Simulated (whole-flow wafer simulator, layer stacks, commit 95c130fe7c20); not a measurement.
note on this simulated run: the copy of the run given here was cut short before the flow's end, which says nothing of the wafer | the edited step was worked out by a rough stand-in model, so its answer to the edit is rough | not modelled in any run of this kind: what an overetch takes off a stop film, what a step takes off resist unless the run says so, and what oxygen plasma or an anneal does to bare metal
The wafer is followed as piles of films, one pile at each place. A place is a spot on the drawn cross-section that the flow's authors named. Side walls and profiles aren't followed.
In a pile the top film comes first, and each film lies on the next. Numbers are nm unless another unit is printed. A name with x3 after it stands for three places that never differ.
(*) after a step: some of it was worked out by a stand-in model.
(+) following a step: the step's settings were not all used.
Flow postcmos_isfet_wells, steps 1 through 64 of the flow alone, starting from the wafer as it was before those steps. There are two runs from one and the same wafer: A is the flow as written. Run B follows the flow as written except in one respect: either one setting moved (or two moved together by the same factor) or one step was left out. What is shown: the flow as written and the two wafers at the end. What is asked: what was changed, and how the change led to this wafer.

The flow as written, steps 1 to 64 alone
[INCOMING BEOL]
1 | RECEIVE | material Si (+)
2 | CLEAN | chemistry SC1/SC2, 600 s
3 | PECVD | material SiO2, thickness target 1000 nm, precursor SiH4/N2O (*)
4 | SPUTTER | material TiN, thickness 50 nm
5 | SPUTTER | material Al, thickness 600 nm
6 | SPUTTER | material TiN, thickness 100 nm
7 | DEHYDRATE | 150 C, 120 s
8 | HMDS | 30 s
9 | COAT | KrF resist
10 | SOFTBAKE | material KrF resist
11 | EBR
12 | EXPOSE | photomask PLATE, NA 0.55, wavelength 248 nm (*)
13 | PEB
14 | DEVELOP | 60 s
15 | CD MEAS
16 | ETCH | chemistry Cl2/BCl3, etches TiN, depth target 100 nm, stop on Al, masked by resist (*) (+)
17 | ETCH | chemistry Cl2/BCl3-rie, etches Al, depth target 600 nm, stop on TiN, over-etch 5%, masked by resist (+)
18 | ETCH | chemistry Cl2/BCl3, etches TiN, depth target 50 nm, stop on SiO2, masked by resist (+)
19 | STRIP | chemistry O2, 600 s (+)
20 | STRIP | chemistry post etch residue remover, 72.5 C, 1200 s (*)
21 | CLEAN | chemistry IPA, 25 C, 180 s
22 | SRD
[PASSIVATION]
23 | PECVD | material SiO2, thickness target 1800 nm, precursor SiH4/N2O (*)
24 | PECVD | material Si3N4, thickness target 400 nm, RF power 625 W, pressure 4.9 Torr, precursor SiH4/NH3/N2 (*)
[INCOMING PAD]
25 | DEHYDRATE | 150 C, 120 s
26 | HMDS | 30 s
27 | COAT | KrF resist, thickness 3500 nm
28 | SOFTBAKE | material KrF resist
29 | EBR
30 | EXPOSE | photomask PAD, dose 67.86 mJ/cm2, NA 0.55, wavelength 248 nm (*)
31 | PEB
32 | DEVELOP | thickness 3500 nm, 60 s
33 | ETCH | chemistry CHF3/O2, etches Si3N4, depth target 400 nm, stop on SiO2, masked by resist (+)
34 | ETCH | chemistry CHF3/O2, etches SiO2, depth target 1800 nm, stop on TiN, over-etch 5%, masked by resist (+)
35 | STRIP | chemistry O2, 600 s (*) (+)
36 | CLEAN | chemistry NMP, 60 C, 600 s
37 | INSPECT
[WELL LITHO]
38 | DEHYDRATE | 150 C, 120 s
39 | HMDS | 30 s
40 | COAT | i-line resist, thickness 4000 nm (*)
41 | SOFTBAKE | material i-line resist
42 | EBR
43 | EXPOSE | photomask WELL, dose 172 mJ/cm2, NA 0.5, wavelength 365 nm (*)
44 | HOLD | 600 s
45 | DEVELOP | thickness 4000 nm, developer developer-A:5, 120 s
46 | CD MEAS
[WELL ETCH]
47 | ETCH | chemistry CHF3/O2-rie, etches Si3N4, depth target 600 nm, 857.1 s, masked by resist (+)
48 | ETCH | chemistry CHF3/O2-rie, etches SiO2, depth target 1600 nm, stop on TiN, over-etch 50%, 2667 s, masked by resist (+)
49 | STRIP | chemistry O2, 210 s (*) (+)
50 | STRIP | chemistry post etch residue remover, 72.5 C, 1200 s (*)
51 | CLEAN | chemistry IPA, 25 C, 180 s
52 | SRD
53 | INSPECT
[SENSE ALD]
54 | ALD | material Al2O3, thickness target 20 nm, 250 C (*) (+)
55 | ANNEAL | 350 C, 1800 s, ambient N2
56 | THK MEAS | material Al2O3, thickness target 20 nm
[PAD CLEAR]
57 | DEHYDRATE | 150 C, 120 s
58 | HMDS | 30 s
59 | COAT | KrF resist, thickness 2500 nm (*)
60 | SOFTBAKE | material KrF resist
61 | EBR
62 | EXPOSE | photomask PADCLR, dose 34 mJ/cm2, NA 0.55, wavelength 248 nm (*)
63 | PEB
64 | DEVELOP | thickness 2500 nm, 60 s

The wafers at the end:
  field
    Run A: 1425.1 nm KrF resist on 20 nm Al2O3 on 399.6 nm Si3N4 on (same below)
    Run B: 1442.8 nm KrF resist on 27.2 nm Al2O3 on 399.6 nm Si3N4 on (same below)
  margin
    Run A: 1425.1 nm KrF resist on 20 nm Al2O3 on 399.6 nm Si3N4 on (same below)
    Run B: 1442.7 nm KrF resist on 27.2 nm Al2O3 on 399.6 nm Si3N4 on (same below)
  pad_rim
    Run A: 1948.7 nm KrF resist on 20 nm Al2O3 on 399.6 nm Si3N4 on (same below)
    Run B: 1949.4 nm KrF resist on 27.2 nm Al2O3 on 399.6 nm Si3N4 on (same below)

Cause: step 54, ALD: thickness target 27.2 nm was run, while the flow as written has thickness target 20 nm.
The wafer itself shows it: field has Al2O3 27.2, and step 54 as written asks for 20 nm.

Step by step, how the change led to this:
  54 | ALD | material Al2O3, thickness target 20 nm, 250 C (*) (+)
      field, margin, well900, well1300 x3, pad_rim, pad_clr, pad_open: A Al2O3 gains 20 (new film) | B Al2O3 gains 27.2 (new film)
